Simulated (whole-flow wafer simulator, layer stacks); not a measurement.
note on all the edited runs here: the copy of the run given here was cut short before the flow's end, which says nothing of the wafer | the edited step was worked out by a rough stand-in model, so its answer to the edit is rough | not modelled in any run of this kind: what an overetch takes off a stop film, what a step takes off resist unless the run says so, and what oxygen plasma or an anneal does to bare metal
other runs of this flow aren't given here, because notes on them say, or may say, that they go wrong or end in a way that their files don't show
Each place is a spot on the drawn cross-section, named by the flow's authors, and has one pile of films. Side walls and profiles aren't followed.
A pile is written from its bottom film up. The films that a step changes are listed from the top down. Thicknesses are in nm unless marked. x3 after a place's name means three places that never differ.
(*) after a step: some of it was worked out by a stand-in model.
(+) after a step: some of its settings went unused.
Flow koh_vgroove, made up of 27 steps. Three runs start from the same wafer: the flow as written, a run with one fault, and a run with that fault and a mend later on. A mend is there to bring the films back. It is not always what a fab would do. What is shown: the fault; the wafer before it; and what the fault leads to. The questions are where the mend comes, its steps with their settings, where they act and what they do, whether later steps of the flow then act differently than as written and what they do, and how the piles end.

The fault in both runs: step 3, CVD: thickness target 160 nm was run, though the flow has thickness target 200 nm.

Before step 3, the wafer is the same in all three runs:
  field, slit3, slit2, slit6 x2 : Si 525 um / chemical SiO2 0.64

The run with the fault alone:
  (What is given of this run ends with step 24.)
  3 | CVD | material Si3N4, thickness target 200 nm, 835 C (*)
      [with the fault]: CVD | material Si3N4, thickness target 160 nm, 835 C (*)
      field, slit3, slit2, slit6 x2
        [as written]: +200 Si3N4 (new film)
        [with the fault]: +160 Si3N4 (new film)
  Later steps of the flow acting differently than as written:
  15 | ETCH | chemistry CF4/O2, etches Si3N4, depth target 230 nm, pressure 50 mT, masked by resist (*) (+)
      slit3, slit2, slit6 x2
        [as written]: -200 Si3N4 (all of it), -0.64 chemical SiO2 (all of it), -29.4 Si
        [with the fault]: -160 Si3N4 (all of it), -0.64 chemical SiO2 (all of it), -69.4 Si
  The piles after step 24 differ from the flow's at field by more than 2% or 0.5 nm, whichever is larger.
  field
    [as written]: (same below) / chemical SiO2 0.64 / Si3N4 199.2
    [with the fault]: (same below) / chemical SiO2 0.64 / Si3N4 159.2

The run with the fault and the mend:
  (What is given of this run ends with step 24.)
  After step 4 comes the mend.
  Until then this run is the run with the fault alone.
  4a | CVD | material Si3N4, thickness target 40 nm, 835 C (*) (a further turn of the flow's step 3, with different settings)
      field, slit3, slit2, slit6 x2
        +40 Si3N4
  Every later step of the flow up to step 24 that is run acts as written at every place that is followed.
  At every place that both follow, the piles after step 24 match the flow's.
